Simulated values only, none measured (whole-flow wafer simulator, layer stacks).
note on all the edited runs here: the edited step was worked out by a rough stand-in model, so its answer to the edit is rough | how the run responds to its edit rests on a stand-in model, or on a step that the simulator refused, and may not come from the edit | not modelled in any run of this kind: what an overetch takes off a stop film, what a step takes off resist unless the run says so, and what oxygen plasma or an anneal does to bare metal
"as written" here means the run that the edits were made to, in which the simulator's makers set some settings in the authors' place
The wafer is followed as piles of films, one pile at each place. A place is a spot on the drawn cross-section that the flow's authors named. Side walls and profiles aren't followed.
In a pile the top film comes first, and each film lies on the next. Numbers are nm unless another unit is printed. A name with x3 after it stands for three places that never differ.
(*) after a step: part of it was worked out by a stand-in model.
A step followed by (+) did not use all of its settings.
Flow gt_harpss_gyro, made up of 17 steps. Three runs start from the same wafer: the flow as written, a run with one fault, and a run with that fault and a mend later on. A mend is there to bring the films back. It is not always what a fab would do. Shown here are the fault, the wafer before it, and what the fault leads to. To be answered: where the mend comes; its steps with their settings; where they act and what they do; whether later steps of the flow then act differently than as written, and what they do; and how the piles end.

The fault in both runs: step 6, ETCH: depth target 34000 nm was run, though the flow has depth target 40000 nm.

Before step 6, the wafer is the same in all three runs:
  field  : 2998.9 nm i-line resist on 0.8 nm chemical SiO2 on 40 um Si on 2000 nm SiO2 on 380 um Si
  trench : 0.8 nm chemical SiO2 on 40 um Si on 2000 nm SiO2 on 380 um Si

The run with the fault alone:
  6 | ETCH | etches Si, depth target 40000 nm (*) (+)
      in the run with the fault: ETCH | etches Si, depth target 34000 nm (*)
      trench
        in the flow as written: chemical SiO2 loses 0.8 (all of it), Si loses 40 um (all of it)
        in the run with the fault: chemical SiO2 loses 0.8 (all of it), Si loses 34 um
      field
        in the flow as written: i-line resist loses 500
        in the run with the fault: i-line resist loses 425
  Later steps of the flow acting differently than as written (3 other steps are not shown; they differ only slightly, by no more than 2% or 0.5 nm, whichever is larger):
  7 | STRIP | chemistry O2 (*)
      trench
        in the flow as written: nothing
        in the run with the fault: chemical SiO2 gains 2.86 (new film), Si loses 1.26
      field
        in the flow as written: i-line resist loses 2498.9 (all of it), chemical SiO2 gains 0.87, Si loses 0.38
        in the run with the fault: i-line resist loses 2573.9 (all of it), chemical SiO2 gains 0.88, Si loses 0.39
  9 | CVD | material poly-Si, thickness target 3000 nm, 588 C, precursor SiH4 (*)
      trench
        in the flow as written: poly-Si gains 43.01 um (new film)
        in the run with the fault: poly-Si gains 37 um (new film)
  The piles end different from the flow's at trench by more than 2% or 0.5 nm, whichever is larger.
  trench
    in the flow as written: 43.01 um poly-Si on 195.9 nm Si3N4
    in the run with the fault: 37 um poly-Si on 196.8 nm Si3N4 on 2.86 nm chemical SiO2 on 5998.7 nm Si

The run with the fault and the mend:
  The mend follows step 6.
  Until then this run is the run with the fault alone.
  6a | ETCH | etches Si, depth target 6000 nm (*) (+) (the flow's step 6, run once more with other settings)
      field
        i-line resist loses 75
      trench
        Si loses 5999.9 (all of it)
  None of the later steps of the flow acts differently than as written at any place that is followed.
  The piles end the same as the flow's at every place that both follow.
